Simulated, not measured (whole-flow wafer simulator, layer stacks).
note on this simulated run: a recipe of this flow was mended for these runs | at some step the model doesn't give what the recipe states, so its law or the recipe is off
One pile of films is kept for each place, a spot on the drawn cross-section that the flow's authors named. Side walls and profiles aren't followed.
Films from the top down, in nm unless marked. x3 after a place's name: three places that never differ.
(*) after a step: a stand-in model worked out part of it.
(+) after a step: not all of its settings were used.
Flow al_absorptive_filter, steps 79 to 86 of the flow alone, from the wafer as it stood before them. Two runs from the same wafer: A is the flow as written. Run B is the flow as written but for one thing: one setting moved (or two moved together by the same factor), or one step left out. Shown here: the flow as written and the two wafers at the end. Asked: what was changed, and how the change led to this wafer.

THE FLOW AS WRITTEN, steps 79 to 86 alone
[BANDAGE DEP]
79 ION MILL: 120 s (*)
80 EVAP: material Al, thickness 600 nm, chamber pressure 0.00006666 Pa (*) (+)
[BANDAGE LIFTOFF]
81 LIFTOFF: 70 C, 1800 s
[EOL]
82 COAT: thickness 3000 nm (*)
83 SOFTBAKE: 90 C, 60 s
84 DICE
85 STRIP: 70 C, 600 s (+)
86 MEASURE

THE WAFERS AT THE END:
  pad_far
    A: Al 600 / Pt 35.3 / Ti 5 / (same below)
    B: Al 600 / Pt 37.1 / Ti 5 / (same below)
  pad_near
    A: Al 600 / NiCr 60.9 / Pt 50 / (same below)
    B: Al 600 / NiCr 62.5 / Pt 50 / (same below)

The cause: step 79, ION MILL: 106 s was run, where the flow has 120 s.

How the change led to this, step by step:
  79 ION MILL: 120 s (*)
      gnd, ledge, res and 6 more: A i-line-resist -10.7 | B i-line-resist -9.41
      xa_field, xl_land, idc_field: A i-line-resist -10.7 | B i-line-resist -9.42
      (and at 2 more places)
